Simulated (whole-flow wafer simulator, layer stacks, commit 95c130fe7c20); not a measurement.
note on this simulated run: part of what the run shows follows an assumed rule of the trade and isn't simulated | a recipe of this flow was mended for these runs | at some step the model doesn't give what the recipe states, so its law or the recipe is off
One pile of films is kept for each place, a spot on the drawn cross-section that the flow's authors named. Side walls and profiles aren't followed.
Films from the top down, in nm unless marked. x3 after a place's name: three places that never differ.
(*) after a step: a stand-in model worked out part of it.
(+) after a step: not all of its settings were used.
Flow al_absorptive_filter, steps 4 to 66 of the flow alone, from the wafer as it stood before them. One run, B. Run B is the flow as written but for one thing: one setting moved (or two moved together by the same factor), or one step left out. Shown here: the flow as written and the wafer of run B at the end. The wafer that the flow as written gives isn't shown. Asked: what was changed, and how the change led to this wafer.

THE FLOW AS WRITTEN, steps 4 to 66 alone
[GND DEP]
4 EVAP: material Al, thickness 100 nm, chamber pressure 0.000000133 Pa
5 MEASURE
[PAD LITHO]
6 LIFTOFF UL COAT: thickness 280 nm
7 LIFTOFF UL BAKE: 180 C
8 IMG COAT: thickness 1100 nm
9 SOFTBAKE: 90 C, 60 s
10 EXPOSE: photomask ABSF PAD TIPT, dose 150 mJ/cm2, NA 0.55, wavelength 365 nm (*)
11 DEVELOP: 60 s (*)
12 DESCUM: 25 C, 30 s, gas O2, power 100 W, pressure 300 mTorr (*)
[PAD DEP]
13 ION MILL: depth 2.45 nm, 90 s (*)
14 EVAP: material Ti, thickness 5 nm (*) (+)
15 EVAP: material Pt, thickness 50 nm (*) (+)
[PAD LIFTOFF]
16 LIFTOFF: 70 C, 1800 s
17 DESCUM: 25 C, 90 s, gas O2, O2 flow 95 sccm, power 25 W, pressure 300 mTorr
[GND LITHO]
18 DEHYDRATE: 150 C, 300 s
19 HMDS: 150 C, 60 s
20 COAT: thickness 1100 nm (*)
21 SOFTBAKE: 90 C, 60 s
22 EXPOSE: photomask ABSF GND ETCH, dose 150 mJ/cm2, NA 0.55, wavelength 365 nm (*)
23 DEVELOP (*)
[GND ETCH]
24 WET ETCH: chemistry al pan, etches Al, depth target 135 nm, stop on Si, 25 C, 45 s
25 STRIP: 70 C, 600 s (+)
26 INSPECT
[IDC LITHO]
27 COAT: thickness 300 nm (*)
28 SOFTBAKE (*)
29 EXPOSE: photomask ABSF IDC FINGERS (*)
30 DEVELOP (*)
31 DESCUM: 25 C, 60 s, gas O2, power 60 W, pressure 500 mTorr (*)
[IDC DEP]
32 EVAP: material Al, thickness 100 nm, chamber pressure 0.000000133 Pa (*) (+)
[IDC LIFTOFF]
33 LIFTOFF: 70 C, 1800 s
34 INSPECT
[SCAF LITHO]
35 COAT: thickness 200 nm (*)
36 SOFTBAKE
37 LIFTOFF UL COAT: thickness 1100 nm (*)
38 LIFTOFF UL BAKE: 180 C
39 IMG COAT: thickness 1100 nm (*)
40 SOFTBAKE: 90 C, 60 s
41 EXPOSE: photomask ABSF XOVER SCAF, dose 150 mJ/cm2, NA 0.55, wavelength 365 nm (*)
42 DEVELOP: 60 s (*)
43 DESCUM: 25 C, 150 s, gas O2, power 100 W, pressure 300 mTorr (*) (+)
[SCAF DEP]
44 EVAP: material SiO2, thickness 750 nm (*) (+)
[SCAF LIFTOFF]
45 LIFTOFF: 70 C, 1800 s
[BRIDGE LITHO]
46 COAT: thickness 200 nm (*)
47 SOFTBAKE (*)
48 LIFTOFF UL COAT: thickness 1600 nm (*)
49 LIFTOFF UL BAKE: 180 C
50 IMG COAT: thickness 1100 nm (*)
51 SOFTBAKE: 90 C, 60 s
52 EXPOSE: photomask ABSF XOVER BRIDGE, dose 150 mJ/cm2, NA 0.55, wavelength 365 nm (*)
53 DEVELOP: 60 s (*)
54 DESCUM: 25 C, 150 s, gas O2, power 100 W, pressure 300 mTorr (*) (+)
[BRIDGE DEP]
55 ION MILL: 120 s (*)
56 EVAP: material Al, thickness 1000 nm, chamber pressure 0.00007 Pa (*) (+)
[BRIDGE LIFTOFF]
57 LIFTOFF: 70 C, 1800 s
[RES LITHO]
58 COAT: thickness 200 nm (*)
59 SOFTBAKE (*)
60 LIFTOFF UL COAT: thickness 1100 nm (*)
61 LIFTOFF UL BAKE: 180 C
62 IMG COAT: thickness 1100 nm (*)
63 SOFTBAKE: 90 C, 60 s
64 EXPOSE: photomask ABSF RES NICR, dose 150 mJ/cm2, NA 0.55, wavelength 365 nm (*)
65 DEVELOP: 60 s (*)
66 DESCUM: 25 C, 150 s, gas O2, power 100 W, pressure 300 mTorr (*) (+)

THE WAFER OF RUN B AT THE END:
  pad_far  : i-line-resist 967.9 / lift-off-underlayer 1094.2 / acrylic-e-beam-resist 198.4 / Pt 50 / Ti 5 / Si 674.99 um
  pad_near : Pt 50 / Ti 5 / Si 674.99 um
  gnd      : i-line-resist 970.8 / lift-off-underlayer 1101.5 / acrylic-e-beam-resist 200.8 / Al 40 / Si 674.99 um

The cause: step 4, EVAP: thickness 40 nm was run, where the flow has thickness 100 nm.
It can be read off the wafer: gnd has Al 40, and step 4 as written asks for 100 nm.

How the change led to this, step by step:
  4 EVAP: material Al, thickness 100 nm, chamber pressure 0.000000133 Pa
      gnd, pad_far, pad_near and 11 more: Al +40 (new film) (as written it would be: Al +100 (new film))
  13 ION MILL: depth 2.45 nm, 90 s (*)
      pad_far, pad_near: Al -26.7 (all of it), Si -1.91 (as written it would be: Al -30.2)
  24 WET ETCH: chemistry al pan, etches Al, depth target 135 nm, stop on Si, 25 C, 45 s
      res, xl_gap, idc_field, idc_line, idc_space: Al -26.7 (all of it) (as written it would be: Al -86.7 (all of it))
  27 COAT: thickness 300 nm (*)
      ledge: e-beam-resist +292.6 (new film) (as written it would be: e-beam-resist +274.4 (new film))
      res: e-beam-resist +321.3 (new film) (as written it would be: e-beam-resist +349.6 (new film))
      (and at 2 more places)
  33 LIFTOFF: 70 C, 1800 s
      ledge: Al -100 (all of it), e-beam-resist -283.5 (all of it) (as written it would be: Al -100 (all of it), e-beam-resist -265.3 (all of it))
      res: Al -100 (all of it), e-beam-resist -312.3 (all of it) (as written it would be: Al -100 (all of it), e-beam-resist -340.6 (all of it))
      (and at 2 more places)
  35 COAT: thickness 200 nm (*)
      ledge: acrylic-e-beam-resist +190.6 (new film) (as written it would be: acrylic-e-beam-resist +169.8 (new film))
      res: acrylic-e-beam-resist +213.8 (new film) (as written it would be: acrylic-e-beam-resist +231.4 (new film))
      (and at 2 more places)
  37 LIFTOFF UL COAT: thickness 1100 nm (*)
      res: lift-off-underlayer +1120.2 (new film) (as written it would be: lift-off-underlayer +1148.2 (new film))
  43 DESCUM: 25 C, 150 s, gas O2, power 100 W, pressure 300 mTorr (*) (+)
      gnd, pad_far, pad_near and 7 more: i-line-resist -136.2 (as written it would be: i-line-resist -159.6)
      xl_gap: acrylic-e-beam-resist -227 (all of it) (as written it would be: acrylic-e-beam-resist -265.9 (all of it))
      (and at 1 more place)
  45 LIFTOFF: 70 C, 1800 s
      gnd, xa_field, xl_land, idc_field: SiO2 -750 (all of it), i-line-resist -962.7 (all of it), lift-off-underlayer -1100 (all of it), acrylic-e-beam-resist -200 (all of it) (as written it would be: SiO2 -750 (all of it), i-line-resist -939.4 (all of it), lift-off-underlayer -1100 (all of it), acrylic-e-beam-resist -200 (all of it))
      pad_far: SiO2 -750 (all of it), i-line-resist -960 (all of it), lift-off-underlayer -1094.2 (all of it), acrylic-e-beam-resist -198.4 (all of it) (as written it would be: SiO2 -750 (all of it), i-line-resist -937 (all of it), lift-off-underlayer -1092.7 (all of it), acrylic-e-beam-resist -198.5 (all of it))
      (and at 4 more places)
  46 COAT: thickness 200 nm (*)
      ledge: acrylic-e-beam-resist +190.6 (new film) (as written it would be: acrylic-e-beam-resist +169.8 (new film))
      res: acrylic-e-beam-resist +213.8 (new film) (as written it would be: acrylic-e-beam-resist +231.4 (new film))
      (and at 2 more places)
  48 LIFTOFF UL COAT: thickness 1600 nm (*)
      xl_gap: lift-off-underlayer +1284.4 (new film) (as written it would be: lift-off-underlayer +1316.9 (new film))
  53 DEVELOP: 60 s (*)
      xl_gap: i-line-resist -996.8 (all of it), lift-off-underlayer -1284.4 (all of it) (as written it would be: i-line-resist -1001.2 (all of it), lift-off-underlayer -1316.9 (all of it))
  54 DESCUM: 25 C, 150 s, gas O2, power 100 W, pressure 300 mTorr (*) (+)
      xl_gap: acrylic-e-beam-resist -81 (all of it) (as written it would be: acrylic-e-beam-resist -97.9 (all of it))
      xl_turn: acrylic-e-beam-resist -151.9 (all of it) (as written it would be: acrylic-e-beam-resist -141.8 (all of it))
  55 ION MILL: 120 s (*)
      xl_land: Al -40 (all of it), Si -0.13 (as written it would be: Al -40.2)
  56 EVAP: material Al, thickness 1000 nm, chamber pressure 0.00007 Pa (*) (+)
      xl_land: Al +1000 (new film) (as written it would be: Al +1000)
  57 LIFTOFF: 70 C, 1800 s
      ledge: Al -1000 (all of it), i-line-resist -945 (all of it), lift-off-underlayer -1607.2 (all of it), acrylic-e-beam-resist -190.6 (all of it) (as written it would be: Al -1000 (all of it), i-line-resist -951.7 (all of it), lift-off-underlayer -1617.2 (all of it), acrylic-e-beam-resist -169.8 (all of it))
      res: Al -1000 (all of it), i-line-resist -946.6 (all of it), lift-off-underlayer -1622.3 (all of it), acrylic-e-beam-resist -213.8 (all of it) (as written it would be: Al -1000 (all of it), i-line-resist -954.3 (all of it), lift-off-underlayer -1653.2 (all of it), acrylic-e-beam-resist -231.4 (all of it))
  ... 3 more steps ...
  66 DESCUM: 25 C, 150 s, gas O2, power 100 W, pressure 300 mTorr (*) (+)
      gnd, pad_far, xa_field and 8 more: i-line-resist -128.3 (as written it would be: i-line-resist -138.9)
      ledge: acrylic-e-beam-resist -190.6 (all of it) (as written it would be: acrylic-e-beam-resist -169.8 (all of it))
      (and at 1 more place)
